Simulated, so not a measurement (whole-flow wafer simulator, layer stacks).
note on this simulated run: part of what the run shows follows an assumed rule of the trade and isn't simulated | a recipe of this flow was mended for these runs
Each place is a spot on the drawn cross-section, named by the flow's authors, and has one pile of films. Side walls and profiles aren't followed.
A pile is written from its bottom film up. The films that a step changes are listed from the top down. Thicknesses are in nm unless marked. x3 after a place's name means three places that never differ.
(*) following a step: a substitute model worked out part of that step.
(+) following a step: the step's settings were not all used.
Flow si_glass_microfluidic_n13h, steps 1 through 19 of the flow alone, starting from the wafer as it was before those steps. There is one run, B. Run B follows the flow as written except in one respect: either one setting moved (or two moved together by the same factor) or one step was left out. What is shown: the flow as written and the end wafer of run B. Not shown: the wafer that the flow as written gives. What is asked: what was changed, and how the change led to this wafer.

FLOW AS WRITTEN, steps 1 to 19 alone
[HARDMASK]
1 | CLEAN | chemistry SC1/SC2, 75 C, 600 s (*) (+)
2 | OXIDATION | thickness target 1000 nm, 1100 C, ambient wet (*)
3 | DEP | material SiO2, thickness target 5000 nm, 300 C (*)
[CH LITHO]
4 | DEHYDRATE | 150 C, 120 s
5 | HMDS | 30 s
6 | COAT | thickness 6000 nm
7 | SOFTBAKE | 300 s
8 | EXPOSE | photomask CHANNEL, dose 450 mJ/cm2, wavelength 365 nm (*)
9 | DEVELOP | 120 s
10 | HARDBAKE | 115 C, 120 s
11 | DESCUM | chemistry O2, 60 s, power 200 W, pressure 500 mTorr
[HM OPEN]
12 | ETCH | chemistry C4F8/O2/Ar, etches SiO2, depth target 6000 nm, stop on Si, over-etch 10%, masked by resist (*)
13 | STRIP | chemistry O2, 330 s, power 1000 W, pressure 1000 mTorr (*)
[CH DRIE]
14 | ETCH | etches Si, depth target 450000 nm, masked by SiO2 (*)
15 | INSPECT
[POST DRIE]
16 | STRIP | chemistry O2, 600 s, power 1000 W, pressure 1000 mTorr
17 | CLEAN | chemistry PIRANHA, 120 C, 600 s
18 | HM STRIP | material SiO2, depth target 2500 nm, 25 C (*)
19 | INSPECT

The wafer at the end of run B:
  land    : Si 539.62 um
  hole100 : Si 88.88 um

Cause: step 2, OXIDATION: thickness target 850 nm was run, whereas the flow has thickness target 1000 nm.

The path from the change to this, step by step:
  2 | OXIDATION | thickness target 1000 nm, 1100 C, ambient wet (*)
      land, hole100: +850 SiO2 (new film), -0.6 chemical SiO2 (all of it), -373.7 Si (it would be, as written: +1000 SiO2 (new film), -0.6 chemical SiO2 (all of it), -439.7 Si)
  12 | ETCH | chemistry C4F8/O2/Ar, etches SiO2, depth target 6000 nm, stop on Si, over-etch 10%, masked by resist (*)
      land: -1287 thick-i-line-resist (it would be, as written: -1320 thick-i-line-resist)
      hole100: -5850 SiO2 (all of it), -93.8 Si (it would be, as written: -6000 SiO2 (all of it), -75 Si)
  18 | HM STRIP | material SiO2, depth target 2500 nm, 25 C (*)
      land: -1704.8 SiO2 (all of it) (it would be, as written: -1854.4 SiO2 (all of it))
